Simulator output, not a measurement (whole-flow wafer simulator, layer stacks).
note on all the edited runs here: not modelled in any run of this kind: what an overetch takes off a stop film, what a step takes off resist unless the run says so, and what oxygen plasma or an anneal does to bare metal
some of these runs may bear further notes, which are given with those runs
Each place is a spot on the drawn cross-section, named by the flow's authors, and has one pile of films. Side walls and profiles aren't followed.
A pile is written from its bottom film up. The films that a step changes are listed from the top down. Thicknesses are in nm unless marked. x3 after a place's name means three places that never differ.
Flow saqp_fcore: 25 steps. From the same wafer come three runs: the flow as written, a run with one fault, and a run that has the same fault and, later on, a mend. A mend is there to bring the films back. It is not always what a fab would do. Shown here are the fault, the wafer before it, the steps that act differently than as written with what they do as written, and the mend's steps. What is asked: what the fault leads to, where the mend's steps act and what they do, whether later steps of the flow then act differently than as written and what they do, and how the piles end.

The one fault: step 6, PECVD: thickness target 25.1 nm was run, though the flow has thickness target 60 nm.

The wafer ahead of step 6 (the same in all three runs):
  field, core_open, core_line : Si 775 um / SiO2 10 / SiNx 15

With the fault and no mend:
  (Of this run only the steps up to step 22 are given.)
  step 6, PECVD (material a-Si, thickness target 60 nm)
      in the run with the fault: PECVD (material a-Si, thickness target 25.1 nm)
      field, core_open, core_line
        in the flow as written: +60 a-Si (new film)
        in the run with the fault: +25.1 a-Si (new film)
  Every later step of the flow up to step 22 that is run acts as written at every place that is followed.
  The piles after step 22 differ from the flow's at field, core_open, core_line by more than 2% or 0.5 nm, whichever is larger.
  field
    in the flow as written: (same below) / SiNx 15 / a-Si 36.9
    in the run with the fault: (same below) / SiNx 15 / a-Si 1.97
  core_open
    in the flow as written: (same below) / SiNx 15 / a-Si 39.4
    in the run with the fault: (same below) / SiNx 15 / a-Si 4.53
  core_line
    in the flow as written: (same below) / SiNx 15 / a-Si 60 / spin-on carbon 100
    in the run with the fault: (same below) / SiNx 15 / a-Si 25.1 / spin-on carbon 100

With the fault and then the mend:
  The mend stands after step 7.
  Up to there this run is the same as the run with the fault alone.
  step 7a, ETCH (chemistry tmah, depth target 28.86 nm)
      field, core_open, core_line
        -25.1 a-Si (all of it)
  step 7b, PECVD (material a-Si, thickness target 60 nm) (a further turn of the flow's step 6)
      field, core_open, core_line
        +60 a-Si (new film)
  Every later step of the flow that is run acts as written at every place that is followed.
  The piles end the same as the flow's at every place that both follow.
